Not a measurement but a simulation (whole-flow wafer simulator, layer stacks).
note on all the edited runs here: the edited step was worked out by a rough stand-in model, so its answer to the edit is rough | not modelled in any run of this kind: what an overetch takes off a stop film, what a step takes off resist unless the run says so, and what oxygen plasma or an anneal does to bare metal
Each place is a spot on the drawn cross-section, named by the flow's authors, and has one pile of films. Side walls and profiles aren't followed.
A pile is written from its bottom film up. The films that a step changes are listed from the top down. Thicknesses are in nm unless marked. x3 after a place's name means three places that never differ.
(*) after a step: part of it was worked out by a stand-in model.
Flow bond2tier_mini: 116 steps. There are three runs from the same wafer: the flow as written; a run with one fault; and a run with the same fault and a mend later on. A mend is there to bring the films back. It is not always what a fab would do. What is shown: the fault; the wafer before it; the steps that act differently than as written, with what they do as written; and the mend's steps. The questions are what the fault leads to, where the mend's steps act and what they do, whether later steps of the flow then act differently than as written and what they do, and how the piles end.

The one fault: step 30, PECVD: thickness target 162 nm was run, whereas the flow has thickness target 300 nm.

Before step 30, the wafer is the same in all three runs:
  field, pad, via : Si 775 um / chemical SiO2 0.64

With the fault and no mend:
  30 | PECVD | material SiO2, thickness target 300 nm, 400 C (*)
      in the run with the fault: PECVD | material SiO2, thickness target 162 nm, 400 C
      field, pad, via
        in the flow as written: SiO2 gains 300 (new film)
        in the run with the fault: SiO2 gains 162 (new film)
  None of the later steps of the flow acts differently than as written at any place that is followed.
  By the end, the piles at field, pad depart from the flow's by more than 2% or 0.5 nm, whichever is larger.
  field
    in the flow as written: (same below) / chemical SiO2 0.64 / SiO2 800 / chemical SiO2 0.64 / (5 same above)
    in the run with the fault: (same below) / chemical SiO2 0.64 / SiO2 662 / chemical SiO2 0.64 / (5 same above)
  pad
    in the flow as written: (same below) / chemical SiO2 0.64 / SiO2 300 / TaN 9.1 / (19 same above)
    in the run with the fault: (same below) / chemical SiO2 0.64 / SiO2 162 / TaN 9.1 / (19 same above)

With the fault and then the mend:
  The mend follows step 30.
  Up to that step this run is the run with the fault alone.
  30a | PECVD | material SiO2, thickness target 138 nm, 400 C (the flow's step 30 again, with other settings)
      field, pad, via
        SiO2 gains 138
  None of the later steps of the flow acts differently than as written at any place that is followed.
  By the end, the piles equal the flow's at every place that both follow.
